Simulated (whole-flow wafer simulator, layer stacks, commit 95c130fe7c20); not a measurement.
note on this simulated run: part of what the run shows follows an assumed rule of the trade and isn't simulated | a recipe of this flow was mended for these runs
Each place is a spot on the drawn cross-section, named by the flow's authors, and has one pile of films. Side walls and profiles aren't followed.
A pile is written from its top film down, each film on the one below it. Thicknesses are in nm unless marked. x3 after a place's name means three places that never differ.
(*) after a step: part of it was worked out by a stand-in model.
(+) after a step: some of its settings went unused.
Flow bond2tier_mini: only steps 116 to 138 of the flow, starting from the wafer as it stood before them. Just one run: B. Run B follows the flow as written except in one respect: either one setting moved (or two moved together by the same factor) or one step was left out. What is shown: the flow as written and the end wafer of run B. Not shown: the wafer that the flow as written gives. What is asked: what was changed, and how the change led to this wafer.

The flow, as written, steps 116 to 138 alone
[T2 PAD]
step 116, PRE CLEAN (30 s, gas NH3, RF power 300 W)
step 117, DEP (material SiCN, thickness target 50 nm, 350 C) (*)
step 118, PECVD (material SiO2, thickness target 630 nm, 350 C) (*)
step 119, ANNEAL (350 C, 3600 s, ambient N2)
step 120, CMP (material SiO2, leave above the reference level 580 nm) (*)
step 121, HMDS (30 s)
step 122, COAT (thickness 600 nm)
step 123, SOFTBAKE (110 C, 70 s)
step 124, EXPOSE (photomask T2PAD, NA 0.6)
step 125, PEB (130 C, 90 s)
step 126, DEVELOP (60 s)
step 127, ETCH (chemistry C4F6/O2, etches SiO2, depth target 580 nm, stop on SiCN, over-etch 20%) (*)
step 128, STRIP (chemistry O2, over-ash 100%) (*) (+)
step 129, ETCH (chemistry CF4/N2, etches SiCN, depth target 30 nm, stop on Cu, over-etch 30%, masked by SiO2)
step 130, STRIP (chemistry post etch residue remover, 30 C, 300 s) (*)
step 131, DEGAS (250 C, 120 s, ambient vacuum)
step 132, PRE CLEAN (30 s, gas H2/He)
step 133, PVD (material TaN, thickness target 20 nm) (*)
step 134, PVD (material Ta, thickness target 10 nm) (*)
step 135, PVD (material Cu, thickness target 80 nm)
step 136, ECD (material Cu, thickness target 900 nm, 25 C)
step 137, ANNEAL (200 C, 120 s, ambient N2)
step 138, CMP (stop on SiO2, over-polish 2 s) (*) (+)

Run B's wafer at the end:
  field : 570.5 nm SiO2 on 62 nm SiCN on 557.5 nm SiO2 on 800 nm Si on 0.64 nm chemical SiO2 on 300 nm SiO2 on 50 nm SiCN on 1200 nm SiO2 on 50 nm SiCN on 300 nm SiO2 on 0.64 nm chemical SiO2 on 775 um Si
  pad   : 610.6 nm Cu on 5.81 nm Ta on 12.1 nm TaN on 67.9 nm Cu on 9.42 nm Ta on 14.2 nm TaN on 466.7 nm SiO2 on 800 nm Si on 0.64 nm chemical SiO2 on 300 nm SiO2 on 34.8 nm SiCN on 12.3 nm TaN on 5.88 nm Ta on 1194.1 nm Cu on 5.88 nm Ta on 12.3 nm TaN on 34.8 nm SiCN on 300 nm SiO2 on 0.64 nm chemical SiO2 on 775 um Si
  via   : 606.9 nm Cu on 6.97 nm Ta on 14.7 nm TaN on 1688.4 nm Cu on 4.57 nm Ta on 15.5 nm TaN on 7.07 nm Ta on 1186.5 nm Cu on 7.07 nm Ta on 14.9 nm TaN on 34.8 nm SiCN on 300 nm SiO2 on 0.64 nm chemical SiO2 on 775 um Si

Cause: step 117, DEP: thickness target 62 nm was run, though the flow has thickness target 50 nm; step 127, ETCH: depth target 719.2 nm was run, where the flow has depth target 580 nm.
The wafer lets one read it off: field has SiCN 62, and step 117 as written asks for 50 nm.

How this came from the change, step by step:
  step 117, DEP (material SiCN, thickness target 50 nm, 350 C) (*)
      field, pad, via: +62 SiCN (new film) (in the flow as written it would be: +50 SiCN (new film))
  step 127, ETCH (chemistry C4F6/O2, etches SiO2, depth target 580 nm, stop on SiCN, over-etch 20%) (*)
      pad, via: -580 SiO2 (all of it), -47.7 SiCN (in the flow as written it would be: -580 SiO2 (all of it), -19.6 SiCN)
      field: -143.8 thick-KrF-resist (in the flow as written it would be: -116 thick-KrF-resist)
  step 128, STRIP (chemistry O2, over-ash 100%) (*) (+)
      field: -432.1 thick-KrF-resist (all of it) (in the flow as written it would be: -459.9 thick-KrF-resist (all of it))
  step 129, ETCH (chemistry CF4/N2, etches SiCN, depth target 30 nm, stop on Cu, over-etch 30%, masked by SiO2)
      pad, via: -14.3 SiCN (all of it), -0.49 Cu (in the flow as written it would be: -30.4 SiCN (all of it), -0.17 Cu)
      field: -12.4 SiO2 (in the flow as written it would be: -26 SiO2)
  step 135, PVD (material Cu, thickness target 80 nm)
      via: +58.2 Cu (new film) (in the flow as written it would be: +59.4 Cu (new film))
